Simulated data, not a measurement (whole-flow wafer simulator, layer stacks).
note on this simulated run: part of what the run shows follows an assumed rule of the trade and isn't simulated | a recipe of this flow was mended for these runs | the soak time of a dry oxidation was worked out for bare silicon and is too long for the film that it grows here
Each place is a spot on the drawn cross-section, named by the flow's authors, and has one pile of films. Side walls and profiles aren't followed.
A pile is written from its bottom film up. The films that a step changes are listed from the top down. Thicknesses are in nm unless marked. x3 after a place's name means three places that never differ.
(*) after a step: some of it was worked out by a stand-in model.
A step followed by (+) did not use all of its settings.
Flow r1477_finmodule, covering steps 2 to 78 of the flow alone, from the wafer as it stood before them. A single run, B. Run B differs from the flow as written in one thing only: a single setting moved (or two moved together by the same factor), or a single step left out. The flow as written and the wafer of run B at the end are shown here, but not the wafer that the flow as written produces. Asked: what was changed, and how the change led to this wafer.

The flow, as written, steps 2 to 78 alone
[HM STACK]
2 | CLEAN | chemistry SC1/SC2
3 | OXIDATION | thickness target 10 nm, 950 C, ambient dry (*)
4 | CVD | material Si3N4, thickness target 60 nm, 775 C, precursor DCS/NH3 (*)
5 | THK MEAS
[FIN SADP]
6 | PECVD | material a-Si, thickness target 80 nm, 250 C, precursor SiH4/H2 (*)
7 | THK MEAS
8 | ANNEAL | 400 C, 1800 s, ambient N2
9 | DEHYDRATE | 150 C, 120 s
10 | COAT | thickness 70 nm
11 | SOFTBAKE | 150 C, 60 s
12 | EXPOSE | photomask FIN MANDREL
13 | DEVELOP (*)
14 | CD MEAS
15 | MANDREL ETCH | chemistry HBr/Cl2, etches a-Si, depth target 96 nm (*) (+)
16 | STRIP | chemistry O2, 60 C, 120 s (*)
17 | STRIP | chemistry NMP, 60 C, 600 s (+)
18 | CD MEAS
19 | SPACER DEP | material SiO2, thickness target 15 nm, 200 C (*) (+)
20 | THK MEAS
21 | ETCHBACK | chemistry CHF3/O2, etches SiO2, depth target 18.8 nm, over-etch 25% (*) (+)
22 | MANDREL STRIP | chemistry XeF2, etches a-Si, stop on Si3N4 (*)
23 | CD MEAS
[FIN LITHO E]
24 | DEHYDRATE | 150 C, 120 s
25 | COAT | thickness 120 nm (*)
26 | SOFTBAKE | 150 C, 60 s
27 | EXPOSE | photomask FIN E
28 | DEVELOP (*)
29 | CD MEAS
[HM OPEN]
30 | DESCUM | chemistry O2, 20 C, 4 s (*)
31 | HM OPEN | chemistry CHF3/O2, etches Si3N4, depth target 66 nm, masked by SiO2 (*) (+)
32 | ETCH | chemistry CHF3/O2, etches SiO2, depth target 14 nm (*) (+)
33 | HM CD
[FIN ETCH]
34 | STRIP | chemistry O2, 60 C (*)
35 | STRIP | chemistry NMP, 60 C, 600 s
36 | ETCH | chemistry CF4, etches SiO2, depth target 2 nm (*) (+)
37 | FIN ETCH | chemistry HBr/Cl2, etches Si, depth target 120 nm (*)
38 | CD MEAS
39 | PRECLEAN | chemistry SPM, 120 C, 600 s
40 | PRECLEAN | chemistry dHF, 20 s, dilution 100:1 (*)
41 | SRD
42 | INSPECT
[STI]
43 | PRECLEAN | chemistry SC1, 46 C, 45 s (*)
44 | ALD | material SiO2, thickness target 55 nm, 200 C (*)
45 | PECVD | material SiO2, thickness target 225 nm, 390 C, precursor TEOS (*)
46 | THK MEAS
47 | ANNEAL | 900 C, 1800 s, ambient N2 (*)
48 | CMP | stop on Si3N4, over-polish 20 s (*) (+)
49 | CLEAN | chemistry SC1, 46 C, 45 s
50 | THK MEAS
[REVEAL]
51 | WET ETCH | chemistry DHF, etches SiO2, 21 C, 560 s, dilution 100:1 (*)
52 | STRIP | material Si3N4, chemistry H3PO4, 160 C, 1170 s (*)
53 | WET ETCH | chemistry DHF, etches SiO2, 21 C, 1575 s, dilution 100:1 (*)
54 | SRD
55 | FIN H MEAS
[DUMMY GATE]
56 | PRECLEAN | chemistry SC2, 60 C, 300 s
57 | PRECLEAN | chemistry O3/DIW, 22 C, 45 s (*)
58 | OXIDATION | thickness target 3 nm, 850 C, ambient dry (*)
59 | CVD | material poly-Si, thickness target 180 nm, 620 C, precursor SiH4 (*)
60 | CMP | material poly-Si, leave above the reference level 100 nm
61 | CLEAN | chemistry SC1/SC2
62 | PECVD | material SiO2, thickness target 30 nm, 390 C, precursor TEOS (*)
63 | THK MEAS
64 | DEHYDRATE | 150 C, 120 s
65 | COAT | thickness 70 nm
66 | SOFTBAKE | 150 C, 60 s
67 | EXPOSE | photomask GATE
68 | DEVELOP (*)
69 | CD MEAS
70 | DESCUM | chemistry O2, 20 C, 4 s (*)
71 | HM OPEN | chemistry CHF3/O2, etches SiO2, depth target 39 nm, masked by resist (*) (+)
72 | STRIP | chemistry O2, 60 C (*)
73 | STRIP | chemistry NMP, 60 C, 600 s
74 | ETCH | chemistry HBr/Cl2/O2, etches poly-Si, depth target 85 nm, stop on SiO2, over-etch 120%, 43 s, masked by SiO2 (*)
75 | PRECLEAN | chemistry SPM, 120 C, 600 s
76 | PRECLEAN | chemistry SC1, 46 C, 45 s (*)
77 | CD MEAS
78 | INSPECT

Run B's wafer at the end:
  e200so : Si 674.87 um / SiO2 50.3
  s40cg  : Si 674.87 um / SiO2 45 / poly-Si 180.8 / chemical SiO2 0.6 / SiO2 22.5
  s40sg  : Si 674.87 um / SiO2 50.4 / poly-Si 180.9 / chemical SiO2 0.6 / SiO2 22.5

The reason: step 6, PECVD: material a-Si, thickness target 80 nm, 250 C, precursor SiH4/H2 (*), was omitted.

How this came from the change, step by step:
  15 | MANDREL ETCH | chemistry HBr/Cl2, etches a-Si, depth target 96 nm (*) (+)
      pad, padg, elg x4 and 24 more: Si3N4 loses 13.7 (it would be, as written: a-Si loses 80 (all of it), Si3N4 loses 2.29)
  16 | STRIP | chemistry O2, 60 C, 120 s (*)
      s40cg, s45cg, s50cg, s40co, s45co, s50co: e-beam-resist loses 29 (all of it) (it would be, as written: chemical SiO2 gains 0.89 (new film), e-beam-resist loses 29 (all of it), a-Si loses 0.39)
  21 | ETCHBACK | chemistry CHF3/O2, etches SiO2, depth target 18.8 nm, over-etch 25% (*) (+)
      s40cg, s45cg, s50cg, s40co, s45co, s50co: SiO2 loses 15 (all of it), Si3N4 loses 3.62 (it would be, as written: SiO2 loses 15 (all of it), chemical SiO2 loses 0.89 (all of it), a-Si loses 0.58)
  22 | MANDREL STRIP | chemistry XeF2, etches a-Si, stop on Si3N4 (*)
      s40cg, s45cg, s50cg, s40co, s45co, s50co: nothing (it would be, as written: a-Si loses 79 (all of it))
  25 | COAT | thickness 120 nm (*)
      s40cg, s40co: e-beam-resist gains 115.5 (new film) (it would be, as written: e-beam-resist gains 136.7 (new film))
      s40sg, s40so: e-beam-resist gains 129.2 (new film) (it would be, as written: e-beam-resist gains 142.6 (new film))
      (and at 14 other places as well)
  28 | DEVELOP (*)
      s40cg, s40co: e-beam-resist loses 115.5 (all of it) (it would be, as written: e-beam-resist loses 136.7 (all of it))
      s40sg, s40so: e-beam-resist loses 129.2 (all of it) (it would be, as written: e-beam-resist loses 142.6 (all of it))
      (and at 14 other places as well)
  31 | HM OPEN | chemistry CHF3/O2, etches Si3N4, depth target 66 nm, masked by SiO2 (*) (+)
      pad, padg, esg and 13 more: Si3N4 loses 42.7 (all of it), SiO2 loses 10 (all of it), Si loses 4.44 (it would be, as written: Si3N4 loses 54.1 (all of it), SiO2 loses 5.95)
      s40sg_line, s45sg_line, s50sg_line, s40so_line, s45so_line, s50so_line: SiO2 loses 15 (all of it), Si3N4 loses 36 (it would be, as written: SiO2 loses 33)
      (and at 6 other places as well)
  32 | ETCH | chemistry CHF3/O2, etches SiO2, depth target 14 nm (*) (+)
      s40sg_line, s45sg_line, s50sg_line, s40so_line, s45so_line, s50so_line: Si3N4 loses 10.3 (all of it), SiO2 loses 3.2 (it would be, as written: SiO2 loses 14)
      pad, padg: Si loses 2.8 (it would be, as written: SiO2 loses 4.05 (all of it), Si loses 1.99)
      (and at 20 other places as well)
  37 | FIN ETCH | chemistry HBr/Cl2, etches Si, depth target 120 nm (*)
      s40sg_line, s45sg_line, s50sg_line, s40so_line, s45so_line, s50so_line: SiO2 loses 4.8 (all of it) (it would be, as written: SiO2 loses 9.23)
  39 | PRECLEAN | chemistry SPM, 120 C, 600 s
      s40sg_line, s45sg_line, s50sg_line, s40so_line, s45so_line, s50so_line: chemical SiO2 gains 0.8 (new film), Si loses 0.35 (it would be, as written: nothing)
  40 | PRECLEAN | chemistry dHF, 20 s, dilution 100:1 (*)
      s40sg_line, s45sg_line, s50sg_line, s40so_line, s45so_line, s50so_line: chemical SiO2 loses 0.8 (all of it) (it would be, as written: SiO2 loses 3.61)
  43 | PRECLEAN | chemistry SC1, 46 C, 45 s (*)
      s40sg_line, s45sg_line, s50sg_line, s40so_line, s45so_line, s50so_line: chemical SiO2 gains 0.48 (new film), Si loses 0.82 (it would be, as written: SiO2 loses 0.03)
  44 | ALD | material SiO2, thickness target 55 nm, 200 C (*)
      s40sg_line, s45sg_line, s50sg_line, s40so_line, s45so_line, s50so_line: SiO2 gains 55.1 (new film) (it would be, as written: SiO2 gains 55)
      s40cg, s45cg, s50cg, s40co, s45co, s50co: SiO2 gains 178 (new film) (it would be, as written: SiO2 gains 263.2 (new film))
      (and at 14 other places as well)
  48 | CMP | stop on Si3N4, over-polish 20 s (*) (+)
      elg x4, elo x4: SiO2 loses 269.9 (all of it), Si3N4 loses 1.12 (it would be, as written: SiO2 loses 247.6)
      s40sg_line, s45sg_line, s50sg_line, s40so_line, s45so_line, s50so_line: SiO2 loses 237.5 (it would be, as written: SiO2 loses 287 (all of it), Si3N4 loses 1.12)
      (and at 22 other places as well)
  51 | WET ETCH | chemistry DHF, etches SiO2, 21 C, 560 s, dilution 100:1 (*)
      elg x4, elo x4: Si3N4 loses 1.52 (it would be, as written: SiO2 loses 22.3 (all of it), Si3N4 loses 0.41)
      s40sg_line, s45sg_line, s50sg_line, s40so_line, s45so_line, s50so_line: SiO2 loses 28.1 (it would be, as written: Si3N4 loses 1.52)
  52 | STRIP | material Si3N4, chemistry H3PO4, 160 C, 1170 s (*)
      s40sg_line, s45sg_line, s50sg_line, s40so_line, s45so_line, s50so_line: SiO2 loses 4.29 (all of it), chemical SiO2 gains 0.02 (it would be, as written: Si3N4 loses 55.1 (all of it), SiO2 loses 1.49)
      elg x4, elo x4: Si3N4 loses 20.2 (all of it), SiO2 loses 2.58 (it would be, as written: Si3N4 loses 33.9 (all of it), SiO2 loses 2.15)
  ... another 3 steps ...
  74 | ETCH | chemistry HBr/Cl2/O2, etches poly-Si, depth target 85 nm, stop on SiO2, over-etch 120%, 43 s, masked by SiO2 (*)
      e200so, s40co, s45co, s50co: chemical SiO2 loses 1.12 (all of it), poly-Si loses 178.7 (all of it) (it would be, as written: chemical SiO2 loses 1.12 (all of it), poly-Si loses 143.9 (all of it), SiO2 loses 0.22)
      eso: chemical SiO2 loses 1.12 (all of it), poly-Si loses 178.8 (all of it) (it would be, as written: chemical SiO2 loses 1.12 (all of it), poly-Si loses 143.9 (all of it), SiO2 loses 0.22)
      (and at 6 other places as well)
